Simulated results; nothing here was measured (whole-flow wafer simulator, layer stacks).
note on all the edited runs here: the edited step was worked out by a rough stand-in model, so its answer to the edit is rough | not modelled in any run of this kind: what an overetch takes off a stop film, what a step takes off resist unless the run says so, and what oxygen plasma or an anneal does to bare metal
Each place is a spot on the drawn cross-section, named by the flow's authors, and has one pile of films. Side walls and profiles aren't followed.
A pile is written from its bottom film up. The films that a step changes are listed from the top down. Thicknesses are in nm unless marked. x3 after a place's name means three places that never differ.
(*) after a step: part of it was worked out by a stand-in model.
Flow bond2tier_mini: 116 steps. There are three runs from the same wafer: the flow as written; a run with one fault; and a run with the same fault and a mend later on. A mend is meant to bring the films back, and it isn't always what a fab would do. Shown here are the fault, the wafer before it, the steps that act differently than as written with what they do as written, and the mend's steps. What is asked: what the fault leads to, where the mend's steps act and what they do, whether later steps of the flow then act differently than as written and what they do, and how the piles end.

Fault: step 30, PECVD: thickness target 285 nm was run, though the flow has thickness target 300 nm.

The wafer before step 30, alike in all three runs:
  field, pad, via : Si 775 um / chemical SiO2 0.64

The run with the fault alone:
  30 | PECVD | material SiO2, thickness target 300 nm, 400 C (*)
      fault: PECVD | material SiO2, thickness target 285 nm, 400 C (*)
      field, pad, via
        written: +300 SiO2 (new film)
        fault: +285 SiO2 (new film)
  Every later step of the flow that is run acts as written at every place that is followed.
  By the end, the piles at pad depart from the flow's by more than 2% or 0.5 nm, whichever is larger.
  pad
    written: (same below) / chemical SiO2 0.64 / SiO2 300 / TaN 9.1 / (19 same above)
    fault: (same below) / chemical SiO2 0.64 / SiO2 285 / TaN 9.1 / (19 same above)

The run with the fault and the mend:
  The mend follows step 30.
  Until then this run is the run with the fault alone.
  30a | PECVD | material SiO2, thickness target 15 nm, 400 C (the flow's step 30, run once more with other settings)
      field, pad, via
        +15 SiO2
  Every later step of the flow that is run acts as written at every place that is followed.
  By the end, the piles equal the flow's at every place that both follow.
